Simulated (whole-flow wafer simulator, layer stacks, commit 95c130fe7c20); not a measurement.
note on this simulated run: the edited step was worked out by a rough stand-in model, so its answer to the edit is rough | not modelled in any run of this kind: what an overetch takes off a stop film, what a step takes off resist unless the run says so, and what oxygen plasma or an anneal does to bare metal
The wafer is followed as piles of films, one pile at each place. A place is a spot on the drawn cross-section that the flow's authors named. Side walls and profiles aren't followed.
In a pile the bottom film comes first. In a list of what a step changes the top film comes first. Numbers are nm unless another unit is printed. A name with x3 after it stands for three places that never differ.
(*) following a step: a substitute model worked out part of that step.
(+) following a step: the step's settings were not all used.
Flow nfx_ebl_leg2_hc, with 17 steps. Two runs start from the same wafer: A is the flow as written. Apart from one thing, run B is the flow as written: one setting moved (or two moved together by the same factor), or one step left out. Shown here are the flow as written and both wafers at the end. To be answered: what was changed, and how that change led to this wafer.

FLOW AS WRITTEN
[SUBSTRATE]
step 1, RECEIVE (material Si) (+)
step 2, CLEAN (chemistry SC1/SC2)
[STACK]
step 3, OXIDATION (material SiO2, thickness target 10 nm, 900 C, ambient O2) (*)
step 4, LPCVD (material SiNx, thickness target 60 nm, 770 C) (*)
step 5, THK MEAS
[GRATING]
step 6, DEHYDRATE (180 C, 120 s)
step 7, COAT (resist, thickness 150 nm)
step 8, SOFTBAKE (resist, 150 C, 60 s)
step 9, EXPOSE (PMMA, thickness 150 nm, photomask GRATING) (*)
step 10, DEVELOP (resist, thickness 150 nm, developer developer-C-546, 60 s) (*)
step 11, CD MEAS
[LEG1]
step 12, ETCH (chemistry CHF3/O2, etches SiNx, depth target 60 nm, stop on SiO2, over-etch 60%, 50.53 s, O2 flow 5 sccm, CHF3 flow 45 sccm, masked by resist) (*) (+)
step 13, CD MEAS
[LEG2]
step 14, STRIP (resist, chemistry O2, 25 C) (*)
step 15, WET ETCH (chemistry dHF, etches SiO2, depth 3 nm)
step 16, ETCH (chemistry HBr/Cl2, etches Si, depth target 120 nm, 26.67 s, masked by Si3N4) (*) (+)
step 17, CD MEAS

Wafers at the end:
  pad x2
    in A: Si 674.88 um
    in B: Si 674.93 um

Cause: step 16, ETCH: depth target 66 nm was run, whereas the flow has depth target 120 nm.

Step by step, how the change led to this:
  step 16, ETCH (chemistry HBr/Cl2, etches Si, depth target 120 nm, 26.67 s, masked by Si3N4) (*) (+)
      pad x2: A -120 Si | B -66 Si
